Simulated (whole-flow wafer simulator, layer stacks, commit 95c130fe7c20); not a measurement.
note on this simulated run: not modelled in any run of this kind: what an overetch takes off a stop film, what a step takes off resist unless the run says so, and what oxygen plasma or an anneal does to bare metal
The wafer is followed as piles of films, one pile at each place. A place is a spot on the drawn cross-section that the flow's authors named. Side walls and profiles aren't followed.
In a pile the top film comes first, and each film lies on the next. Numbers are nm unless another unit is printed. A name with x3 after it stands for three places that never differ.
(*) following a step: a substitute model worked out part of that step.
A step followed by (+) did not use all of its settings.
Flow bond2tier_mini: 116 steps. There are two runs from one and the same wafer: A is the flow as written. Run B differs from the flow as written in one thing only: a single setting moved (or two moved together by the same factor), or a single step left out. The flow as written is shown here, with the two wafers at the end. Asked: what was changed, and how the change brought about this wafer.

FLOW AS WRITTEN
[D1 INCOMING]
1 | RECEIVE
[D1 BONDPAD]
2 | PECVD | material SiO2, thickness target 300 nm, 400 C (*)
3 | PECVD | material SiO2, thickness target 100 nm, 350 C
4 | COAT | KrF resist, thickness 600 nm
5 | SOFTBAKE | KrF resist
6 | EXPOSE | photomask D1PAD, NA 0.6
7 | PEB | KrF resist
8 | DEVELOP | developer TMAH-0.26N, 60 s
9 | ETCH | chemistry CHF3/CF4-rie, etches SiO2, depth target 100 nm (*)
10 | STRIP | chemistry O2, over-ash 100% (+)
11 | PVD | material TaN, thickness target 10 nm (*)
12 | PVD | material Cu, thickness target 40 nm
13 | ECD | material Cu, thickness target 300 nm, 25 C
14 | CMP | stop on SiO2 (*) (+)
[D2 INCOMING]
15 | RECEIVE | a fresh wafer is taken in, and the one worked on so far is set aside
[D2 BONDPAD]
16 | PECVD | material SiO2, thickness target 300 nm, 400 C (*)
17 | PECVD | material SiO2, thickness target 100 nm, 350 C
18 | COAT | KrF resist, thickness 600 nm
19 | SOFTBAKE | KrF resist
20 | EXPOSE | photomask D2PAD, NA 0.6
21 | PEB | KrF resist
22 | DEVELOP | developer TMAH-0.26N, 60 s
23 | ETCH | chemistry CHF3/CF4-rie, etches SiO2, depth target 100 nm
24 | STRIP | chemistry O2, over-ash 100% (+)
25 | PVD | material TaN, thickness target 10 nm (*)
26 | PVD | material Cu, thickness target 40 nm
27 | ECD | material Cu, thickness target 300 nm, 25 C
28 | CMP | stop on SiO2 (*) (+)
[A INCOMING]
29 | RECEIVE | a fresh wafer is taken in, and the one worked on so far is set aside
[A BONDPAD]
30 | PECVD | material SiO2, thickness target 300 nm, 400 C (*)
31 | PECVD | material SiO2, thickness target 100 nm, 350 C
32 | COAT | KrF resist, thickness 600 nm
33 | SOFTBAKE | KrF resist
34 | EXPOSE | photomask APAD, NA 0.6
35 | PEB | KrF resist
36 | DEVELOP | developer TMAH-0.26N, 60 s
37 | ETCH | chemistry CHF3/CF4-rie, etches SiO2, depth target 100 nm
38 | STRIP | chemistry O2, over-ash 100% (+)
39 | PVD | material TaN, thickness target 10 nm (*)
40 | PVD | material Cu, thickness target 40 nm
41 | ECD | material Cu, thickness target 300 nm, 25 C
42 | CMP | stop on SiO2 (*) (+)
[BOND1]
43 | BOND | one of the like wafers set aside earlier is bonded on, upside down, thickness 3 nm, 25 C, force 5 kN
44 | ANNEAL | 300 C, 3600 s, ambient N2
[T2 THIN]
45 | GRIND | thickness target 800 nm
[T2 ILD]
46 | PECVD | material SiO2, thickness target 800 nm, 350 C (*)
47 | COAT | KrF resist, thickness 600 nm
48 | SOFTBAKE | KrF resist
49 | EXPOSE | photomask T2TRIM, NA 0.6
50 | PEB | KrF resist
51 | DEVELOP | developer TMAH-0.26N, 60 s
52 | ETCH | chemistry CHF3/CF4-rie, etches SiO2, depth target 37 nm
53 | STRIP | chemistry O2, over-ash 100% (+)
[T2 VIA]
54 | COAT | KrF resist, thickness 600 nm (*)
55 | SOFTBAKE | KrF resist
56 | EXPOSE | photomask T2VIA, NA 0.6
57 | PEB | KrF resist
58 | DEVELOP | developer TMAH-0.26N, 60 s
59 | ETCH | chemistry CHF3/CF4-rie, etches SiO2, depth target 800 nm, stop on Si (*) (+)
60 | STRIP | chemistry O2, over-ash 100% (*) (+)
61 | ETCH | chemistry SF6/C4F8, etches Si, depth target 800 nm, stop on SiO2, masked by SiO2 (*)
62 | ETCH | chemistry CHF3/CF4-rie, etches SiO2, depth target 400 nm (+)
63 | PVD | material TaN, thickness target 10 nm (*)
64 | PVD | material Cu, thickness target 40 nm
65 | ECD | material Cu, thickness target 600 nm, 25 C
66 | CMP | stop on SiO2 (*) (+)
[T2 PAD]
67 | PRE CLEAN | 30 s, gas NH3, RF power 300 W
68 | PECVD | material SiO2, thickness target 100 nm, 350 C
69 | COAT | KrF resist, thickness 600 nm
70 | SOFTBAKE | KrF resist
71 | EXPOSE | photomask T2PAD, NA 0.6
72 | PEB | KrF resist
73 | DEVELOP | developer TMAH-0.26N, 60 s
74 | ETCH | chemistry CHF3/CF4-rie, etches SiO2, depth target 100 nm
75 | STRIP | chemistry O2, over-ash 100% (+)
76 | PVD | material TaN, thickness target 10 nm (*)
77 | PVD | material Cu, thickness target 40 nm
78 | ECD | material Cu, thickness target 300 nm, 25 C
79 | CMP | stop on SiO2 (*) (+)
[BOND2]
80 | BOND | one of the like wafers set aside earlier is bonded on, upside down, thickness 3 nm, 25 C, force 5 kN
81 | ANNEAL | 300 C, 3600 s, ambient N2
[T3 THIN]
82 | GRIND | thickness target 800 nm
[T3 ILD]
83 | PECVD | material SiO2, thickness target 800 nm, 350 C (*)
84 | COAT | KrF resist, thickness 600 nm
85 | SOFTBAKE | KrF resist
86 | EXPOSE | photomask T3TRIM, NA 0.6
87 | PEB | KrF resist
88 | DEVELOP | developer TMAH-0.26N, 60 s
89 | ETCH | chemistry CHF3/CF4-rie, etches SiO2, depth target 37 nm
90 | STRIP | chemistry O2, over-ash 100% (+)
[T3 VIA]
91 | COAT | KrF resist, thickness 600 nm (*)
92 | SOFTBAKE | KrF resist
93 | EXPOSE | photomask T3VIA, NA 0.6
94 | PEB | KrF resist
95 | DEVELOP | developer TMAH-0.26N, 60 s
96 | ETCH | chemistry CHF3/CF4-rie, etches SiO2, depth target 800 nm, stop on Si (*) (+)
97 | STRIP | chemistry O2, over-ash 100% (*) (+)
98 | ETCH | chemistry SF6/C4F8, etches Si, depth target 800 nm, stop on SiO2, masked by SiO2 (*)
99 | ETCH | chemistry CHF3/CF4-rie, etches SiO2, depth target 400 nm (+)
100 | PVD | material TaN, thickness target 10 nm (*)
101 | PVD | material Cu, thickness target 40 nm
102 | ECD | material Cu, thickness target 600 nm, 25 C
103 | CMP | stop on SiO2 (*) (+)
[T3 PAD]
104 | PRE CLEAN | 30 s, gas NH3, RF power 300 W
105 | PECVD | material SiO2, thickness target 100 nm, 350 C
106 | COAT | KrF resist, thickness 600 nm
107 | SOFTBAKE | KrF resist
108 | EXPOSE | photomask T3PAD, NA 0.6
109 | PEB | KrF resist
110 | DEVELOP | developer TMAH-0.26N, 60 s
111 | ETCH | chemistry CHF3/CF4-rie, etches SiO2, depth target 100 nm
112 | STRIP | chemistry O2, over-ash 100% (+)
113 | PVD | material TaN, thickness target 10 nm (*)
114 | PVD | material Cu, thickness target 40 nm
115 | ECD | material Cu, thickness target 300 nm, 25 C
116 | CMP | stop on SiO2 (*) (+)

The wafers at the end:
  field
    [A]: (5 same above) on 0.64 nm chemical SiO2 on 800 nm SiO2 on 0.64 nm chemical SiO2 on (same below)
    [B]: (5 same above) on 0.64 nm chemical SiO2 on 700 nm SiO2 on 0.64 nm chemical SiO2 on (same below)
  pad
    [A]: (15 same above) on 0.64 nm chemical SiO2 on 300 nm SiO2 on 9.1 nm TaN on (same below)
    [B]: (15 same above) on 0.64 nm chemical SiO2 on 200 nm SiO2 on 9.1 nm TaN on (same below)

Cause: step 3, PECVD: material SiO2, thickness target 100 nm, 350 C, was omitted.

Step by step, how the change led to this:
  43 | BOND | one of the like wafers set aside earlier is bonded on, upside down, thickness 3 nm, 25 C, force 5 kN
      field: A Si gains 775 um (new film), chemical SiO2 gains 0.64 (new film), SiO2 gains 400 | B Si gains 775 um (new film), chemical SiO2 gains 0.64 (new film), SiO2 gains 300
      pad: A Si gains 775 um (new film), chemical SiO2 gains 0.64 (new film), SiO2 gains 300 (new film), TaN gains 9.1 (new film), Cu gains 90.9 | B Si gains 775 um (new film), chemical SiO2 gains 0.64 (new film), SiO2 gains 200 (new film), TaN gains 9.1 (new film), Cu gains 90.9
      (also at 1 further place)
